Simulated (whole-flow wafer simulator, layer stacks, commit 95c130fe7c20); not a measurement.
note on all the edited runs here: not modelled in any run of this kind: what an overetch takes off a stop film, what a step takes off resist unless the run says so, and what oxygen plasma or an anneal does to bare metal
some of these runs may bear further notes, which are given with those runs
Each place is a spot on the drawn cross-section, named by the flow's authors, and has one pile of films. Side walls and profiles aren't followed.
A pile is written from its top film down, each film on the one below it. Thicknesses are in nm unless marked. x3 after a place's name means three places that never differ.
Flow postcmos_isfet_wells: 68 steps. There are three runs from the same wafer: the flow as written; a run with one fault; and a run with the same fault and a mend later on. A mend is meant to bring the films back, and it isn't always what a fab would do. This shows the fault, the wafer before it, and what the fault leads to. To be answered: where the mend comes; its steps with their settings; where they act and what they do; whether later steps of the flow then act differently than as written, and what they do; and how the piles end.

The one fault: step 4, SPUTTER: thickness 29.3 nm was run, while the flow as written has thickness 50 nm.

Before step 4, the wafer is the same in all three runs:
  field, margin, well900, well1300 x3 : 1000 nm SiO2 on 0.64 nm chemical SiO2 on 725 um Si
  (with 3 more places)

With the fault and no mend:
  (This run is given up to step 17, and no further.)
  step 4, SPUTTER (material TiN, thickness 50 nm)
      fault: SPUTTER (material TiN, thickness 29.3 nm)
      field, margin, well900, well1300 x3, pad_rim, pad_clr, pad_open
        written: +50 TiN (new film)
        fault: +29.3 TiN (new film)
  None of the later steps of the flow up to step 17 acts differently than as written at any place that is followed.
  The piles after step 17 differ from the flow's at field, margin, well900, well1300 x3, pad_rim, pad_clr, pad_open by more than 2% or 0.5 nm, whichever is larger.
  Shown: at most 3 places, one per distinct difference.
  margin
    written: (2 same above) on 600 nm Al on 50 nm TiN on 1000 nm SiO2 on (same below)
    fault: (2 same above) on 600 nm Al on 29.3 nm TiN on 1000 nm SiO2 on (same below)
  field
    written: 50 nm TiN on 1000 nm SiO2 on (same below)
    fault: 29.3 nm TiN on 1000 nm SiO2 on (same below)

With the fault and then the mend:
  The mend stands after step 4.
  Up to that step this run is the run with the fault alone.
  step 4a, ETCH (chemistry peroxide tin strip, depth target 33.7 nm)
      field, margin, well900, well1300 x3, pad_rim, pad_clr, pad_open
        -29.3 TiN (all of it)
  step 4b, SPUTTER (material TiN, thickness 50 nm) (a further turn of the flow's step 4)
      field, margin, well900, well1300 x3, pad_rim, pad_clr, pad_open
        +50 TiN (new film)
  None of the later steps of the flow acts differently than as written at any place that is followed.
  At every place that both follow, the piles at the end match the flow's.
